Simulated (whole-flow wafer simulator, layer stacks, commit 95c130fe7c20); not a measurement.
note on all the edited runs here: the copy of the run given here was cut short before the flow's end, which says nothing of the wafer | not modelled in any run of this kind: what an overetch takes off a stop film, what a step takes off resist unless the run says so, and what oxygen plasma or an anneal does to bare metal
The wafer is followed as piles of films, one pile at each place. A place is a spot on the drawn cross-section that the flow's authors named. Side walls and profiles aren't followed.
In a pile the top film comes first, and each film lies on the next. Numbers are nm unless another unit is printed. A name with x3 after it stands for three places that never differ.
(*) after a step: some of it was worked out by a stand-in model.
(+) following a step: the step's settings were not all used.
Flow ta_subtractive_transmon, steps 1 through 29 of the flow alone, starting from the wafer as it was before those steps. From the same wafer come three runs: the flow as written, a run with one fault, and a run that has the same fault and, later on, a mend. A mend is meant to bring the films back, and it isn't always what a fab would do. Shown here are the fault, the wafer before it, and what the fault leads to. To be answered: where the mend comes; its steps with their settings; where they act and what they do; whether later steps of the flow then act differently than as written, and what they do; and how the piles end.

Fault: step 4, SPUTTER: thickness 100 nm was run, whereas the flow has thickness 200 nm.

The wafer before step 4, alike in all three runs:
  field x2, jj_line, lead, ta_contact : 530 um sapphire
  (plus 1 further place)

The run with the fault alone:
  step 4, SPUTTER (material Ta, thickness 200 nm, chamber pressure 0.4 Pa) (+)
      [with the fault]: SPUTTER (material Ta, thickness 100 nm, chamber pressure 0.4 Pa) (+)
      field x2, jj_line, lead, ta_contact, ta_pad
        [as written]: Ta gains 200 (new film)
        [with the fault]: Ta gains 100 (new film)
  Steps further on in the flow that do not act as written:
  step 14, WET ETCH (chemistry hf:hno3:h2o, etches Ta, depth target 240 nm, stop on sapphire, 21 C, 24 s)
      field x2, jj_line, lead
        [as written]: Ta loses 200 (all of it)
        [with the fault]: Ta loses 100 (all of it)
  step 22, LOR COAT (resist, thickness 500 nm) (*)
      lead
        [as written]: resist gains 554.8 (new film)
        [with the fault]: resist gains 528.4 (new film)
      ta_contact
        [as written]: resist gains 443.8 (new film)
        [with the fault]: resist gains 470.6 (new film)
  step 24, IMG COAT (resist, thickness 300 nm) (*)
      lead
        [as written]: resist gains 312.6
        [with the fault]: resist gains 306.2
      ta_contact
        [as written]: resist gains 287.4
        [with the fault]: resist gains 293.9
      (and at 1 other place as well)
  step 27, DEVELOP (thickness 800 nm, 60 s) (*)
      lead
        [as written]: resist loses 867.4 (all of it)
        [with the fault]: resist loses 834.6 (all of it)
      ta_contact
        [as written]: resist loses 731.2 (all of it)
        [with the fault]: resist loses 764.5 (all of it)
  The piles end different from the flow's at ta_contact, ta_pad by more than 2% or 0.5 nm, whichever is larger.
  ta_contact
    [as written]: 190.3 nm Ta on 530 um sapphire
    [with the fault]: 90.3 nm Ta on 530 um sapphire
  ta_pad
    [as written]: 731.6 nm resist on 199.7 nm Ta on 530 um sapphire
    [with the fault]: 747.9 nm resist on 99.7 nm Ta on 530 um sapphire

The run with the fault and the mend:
  The mend follows step 5.
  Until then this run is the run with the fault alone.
  step 5a, SPUTTER (material Ta, thickness 100 nm, chamber pressure 0.4 Pa) (+) (the flow's step 4 again, with other settings)
      field x2, jj_line, lead, ta_contact, ta_pad
        Ta gains 100
  None of the later steps of the flow acts differently than as written at any place that is followed.
  At every place that both follow, the piles at the end match the flow's.
